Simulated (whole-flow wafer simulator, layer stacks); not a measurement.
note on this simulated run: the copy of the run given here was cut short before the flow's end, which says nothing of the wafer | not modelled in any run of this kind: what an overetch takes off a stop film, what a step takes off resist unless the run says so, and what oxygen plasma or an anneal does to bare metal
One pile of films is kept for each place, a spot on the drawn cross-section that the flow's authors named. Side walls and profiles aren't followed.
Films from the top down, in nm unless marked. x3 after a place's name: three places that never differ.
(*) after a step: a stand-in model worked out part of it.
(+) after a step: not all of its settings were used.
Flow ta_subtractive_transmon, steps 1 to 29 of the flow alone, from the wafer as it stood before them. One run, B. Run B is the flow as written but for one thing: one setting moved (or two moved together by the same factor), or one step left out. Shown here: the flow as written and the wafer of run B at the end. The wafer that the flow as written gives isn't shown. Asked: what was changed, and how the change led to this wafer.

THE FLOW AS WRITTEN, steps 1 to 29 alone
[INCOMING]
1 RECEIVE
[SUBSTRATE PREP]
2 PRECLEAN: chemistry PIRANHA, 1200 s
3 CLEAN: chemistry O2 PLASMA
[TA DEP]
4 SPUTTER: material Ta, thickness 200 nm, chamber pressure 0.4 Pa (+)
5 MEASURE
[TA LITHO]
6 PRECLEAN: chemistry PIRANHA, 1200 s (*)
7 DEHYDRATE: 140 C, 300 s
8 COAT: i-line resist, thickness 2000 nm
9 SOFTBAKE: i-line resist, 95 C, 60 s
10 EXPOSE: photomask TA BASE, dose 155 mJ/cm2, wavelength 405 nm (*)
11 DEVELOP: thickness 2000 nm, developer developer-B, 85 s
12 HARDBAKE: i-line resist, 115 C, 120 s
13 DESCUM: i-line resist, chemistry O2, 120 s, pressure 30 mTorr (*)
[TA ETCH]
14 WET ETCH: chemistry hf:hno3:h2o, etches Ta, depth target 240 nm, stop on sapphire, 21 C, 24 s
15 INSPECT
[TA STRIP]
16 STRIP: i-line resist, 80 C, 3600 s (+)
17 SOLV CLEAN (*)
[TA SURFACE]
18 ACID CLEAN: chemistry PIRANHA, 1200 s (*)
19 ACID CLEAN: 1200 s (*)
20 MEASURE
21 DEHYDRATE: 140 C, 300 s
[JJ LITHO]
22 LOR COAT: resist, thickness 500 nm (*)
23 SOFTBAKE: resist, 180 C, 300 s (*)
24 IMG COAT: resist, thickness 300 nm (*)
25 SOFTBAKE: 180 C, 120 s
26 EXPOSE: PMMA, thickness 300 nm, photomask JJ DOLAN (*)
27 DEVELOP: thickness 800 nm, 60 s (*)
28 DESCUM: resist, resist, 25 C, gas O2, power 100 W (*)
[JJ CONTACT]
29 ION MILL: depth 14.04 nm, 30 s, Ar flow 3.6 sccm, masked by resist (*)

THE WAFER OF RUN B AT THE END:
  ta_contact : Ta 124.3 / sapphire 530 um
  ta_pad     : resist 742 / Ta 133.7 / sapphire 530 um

The cause: step 4, SPUTTER: thickness 134 nm was run, where the flow has thickness 200 nm.

How the change led to this, step by step:
  4 SPUTTER: material Ta, thickness 200 nm, chamber pressure 0.4 Pa (+)
      field x2, jj_line, lead, ta_contact, ta_pad: Ta +134 (new film) (as written it would be: Ta +200 (new film))
  14 WET ETCH: chemistry hf:hno3:h2o, etches Ta, depth target 240 nm, stop on sapphire, 21 C, 24 s
      field x2, jj_line, lead: Ta -134 (all of it) (as written it would be: Ta -200 (all of it))
  22 LOR COAT: resist, thickness 500 nm (*)
      lead: resist +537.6 (new film) (as written it would be: resist +554.8 (new film))
      ta_contact: resist +461.2 (new film) (as written it would be: resist +443.8 (new film))
  24 IMG COAT: resist, thickness 300 nm (*)
      ta_pad: resist +287.3 (as written it would be: resist +281.3)
  27 DEVELOP: thickness 800 nm, 60 s (*)
      lead: resist -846 (all of it) (as written it would be: resist -867.4 (all of it))
      ta_contact: resist -752.9 (all of it) (as written it would be: resist -731.2 (all of it))
